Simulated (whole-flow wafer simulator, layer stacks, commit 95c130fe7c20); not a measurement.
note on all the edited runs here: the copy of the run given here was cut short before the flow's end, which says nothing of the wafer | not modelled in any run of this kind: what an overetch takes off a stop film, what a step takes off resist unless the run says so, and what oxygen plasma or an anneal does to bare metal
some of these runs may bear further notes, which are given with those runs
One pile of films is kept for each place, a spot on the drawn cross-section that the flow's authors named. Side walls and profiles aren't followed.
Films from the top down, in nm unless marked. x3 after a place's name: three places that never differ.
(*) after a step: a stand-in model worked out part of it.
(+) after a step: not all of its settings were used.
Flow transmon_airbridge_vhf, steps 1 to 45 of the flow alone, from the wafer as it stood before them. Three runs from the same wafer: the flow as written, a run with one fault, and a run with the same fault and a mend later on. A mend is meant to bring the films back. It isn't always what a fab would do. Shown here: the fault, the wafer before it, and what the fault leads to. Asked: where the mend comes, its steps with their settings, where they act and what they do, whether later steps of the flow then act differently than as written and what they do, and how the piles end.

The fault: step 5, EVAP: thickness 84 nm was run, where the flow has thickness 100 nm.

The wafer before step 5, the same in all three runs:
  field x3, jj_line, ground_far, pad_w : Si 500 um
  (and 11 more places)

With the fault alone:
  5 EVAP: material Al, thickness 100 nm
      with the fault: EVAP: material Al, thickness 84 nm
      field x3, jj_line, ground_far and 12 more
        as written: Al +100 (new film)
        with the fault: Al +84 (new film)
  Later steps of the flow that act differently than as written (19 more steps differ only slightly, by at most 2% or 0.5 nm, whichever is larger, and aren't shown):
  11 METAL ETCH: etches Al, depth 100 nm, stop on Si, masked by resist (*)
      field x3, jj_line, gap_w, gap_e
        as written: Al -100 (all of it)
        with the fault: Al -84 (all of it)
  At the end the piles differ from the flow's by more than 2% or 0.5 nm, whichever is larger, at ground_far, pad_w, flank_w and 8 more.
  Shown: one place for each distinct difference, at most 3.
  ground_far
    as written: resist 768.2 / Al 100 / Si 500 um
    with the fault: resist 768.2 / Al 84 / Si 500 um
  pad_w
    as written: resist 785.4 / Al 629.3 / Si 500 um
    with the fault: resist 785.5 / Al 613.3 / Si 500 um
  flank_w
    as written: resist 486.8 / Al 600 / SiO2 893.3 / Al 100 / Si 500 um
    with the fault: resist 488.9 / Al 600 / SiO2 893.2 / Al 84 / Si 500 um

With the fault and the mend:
  The mend comes after step 10.
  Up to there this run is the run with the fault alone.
  10a STRIP: i-line resist, 80 C, 600 s (+)
      ground_far, pad_w, flank_w and 8 more
        i-line resist -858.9 (all of it)
  10b EVAP: material Al, thickness 16 nm (the flow's step 5 once more, with other settings)
      field x3, jj_line, ground_far and 12 more
        Al +16
  10c COAT: i-line resist, thickness 900 nm (the flow's step 6 once more)
      field x3, jj_line, ground_far and 12 more
        i-line resist +900 (new film)
  10d SOFTBAKE: i-line resist, 90 C, 90 s (the flow's step 7 once more)
      changes no film at any place that is followed
  10e EXPOSE: i-line resist, thickness 900 nm, photomask AB CPW, dose 155.4 mJ/cm2, NA 0.45, wavelength 365 nm (*) (the flow's step 8 once more)
      changes no film at any place that is followed
  10f PEB: i-line resist, 110 C, 60 s (the flow's step 9 once more)
      field x3, jj_line, ground_far and 12 more
        i-line resist -41
  10g DEVELOP: i-line resist, thickness 900 nm, developer developer-B, 60 s (the flow's step 10 once more)
      ground_far, pad_w, flank_w and 8 more
        i-line resist -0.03
      field x3, jj_line, gap_w, gap_e
        i-line resist -859 (all of it)
  No later step of the flow acts differently than as written at any place that is followed.
  At the end the piles are the same as the flow's at every place that both follow.
